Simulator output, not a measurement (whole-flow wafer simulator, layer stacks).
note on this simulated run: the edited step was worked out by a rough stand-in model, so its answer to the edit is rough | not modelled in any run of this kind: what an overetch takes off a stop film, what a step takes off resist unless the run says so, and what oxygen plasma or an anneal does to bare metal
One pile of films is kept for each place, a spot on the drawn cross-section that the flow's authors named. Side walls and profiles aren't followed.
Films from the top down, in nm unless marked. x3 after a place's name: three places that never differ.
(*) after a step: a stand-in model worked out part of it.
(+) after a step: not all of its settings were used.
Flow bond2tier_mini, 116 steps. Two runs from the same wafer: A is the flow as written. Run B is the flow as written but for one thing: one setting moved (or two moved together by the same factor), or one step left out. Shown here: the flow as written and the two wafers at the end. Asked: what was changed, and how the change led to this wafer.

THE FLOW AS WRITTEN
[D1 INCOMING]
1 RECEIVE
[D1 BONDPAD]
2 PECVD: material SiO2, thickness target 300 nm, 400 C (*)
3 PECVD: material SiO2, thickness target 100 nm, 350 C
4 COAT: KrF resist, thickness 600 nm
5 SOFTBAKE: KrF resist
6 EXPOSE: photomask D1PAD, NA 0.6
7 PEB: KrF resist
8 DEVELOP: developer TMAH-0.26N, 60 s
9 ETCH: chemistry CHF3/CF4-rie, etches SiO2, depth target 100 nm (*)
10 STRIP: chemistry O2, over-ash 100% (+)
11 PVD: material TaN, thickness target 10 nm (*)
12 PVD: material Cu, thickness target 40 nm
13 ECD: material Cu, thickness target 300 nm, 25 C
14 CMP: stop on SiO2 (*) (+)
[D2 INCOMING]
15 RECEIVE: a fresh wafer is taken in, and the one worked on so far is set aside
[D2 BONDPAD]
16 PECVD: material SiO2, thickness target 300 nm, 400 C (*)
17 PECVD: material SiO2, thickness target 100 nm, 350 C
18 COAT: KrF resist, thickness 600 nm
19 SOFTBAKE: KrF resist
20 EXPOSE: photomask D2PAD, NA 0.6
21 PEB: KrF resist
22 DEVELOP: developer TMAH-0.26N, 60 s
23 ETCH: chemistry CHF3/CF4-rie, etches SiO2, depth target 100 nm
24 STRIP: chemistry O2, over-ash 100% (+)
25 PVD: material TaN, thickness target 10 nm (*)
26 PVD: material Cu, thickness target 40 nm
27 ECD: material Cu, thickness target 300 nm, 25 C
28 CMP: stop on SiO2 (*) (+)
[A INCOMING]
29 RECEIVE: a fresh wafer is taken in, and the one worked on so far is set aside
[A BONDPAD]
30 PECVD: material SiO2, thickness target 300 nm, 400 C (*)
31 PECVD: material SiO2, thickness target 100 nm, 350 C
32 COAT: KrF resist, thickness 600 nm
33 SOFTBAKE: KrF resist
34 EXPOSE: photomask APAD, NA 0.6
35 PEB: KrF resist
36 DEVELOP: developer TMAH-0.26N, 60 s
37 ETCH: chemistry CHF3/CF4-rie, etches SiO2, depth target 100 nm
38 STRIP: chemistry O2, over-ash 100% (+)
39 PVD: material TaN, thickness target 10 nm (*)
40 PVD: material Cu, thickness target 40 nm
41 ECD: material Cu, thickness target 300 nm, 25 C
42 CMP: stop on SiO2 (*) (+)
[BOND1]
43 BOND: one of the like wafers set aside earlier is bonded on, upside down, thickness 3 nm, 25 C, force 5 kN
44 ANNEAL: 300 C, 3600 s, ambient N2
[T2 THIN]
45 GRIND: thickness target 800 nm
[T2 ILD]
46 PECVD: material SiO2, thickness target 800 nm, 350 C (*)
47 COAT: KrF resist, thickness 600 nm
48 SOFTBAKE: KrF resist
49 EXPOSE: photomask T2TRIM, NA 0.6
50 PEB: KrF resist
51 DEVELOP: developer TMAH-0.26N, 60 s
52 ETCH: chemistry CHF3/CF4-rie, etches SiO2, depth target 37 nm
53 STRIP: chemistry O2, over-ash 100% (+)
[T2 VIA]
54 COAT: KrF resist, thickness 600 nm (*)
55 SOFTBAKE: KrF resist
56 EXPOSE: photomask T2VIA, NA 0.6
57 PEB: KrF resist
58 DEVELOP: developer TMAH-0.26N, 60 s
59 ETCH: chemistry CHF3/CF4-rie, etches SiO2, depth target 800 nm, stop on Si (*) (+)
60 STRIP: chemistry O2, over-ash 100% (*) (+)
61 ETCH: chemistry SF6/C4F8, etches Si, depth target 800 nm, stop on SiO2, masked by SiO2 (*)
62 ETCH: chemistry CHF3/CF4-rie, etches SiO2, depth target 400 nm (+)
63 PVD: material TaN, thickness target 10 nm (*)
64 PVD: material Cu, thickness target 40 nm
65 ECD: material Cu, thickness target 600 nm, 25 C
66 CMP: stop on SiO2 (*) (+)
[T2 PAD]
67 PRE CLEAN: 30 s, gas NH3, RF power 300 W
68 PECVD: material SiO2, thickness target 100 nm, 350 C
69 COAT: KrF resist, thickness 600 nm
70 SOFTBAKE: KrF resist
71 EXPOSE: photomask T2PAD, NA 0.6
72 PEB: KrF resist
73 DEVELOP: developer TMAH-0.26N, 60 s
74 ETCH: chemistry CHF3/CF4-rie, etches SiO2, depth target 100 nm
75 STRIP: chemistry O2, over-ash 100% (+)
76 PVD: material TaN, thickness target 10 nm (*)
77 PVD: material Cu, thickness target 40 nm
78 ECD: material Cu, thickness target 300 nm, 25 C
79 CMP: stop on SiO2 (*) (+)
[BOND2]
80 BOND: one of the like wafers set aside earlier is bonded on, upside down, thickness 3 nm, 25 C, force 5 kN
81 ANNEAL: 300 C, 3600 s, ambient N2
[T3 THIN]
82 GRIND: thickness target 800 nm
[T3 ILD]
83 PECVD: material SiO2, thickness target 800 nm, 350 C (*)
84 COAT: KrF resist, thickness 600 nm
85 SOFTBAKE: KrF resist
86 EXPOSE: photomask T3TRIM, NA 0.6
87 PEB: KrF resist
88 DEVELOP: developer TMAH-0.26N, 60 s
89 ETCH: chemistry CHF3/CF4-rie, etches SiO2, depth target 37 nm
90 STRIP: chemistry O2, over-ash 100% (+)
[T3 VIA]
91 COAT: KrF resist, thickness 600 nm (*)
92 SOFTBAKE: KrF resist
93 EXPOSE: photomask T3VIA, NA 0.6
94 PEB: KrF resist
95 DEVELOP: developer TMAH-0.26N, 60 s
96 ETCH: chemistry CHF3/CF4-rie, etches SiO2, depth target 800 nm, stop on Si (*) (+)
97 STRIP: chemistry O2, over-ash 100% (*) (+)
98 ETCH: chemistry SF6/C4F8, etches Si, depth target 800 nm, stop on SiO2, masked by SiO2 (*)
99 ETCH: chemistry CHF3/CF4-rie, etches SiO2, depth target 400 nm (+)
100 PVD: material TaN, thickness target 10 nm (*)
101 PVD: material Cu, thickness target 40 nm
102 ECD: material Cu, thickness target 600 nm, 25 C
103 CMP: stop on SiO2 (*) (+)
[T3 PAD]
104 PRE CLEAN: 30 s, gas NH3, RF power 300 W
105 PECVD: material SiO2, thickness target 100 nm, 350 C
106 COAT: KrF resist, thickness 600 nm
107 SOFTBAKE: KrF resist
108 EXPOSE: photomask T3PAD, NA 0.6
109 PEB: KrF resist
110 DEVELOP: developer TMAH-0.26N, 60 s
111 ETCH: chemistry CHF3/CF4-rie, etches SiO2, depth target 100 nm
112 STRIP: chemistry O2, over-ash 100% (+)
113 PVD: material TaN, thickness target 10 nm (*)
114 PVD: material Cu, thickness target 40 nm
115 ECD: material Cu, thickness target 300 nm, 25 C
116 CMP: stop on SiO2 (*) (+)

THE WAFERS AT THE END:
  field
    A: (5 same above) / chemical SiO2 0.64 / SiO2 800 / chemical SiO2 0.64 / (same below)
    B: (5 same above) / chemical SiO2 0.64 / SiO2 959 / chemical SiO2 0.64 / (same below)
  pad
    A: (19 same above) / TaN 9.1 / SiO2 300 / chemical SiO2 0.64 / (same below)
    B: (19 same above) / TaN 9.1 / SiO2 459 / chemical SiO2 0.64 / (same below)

The cause: step 30, PECVD: thickness target 459 nm was run, where the flow has thickness target 300 nm.
It can be read off the wafer: pad has SiO2 459, and step 30 as written asks for 300 nm.

How the change led to this, step by step:
  30 PECVD: material SiO2, thickness target 300 nm, 400 C (*)
      field, pad, via: A SiO2 +300 (new film) | B SiO2 +459 (new film)
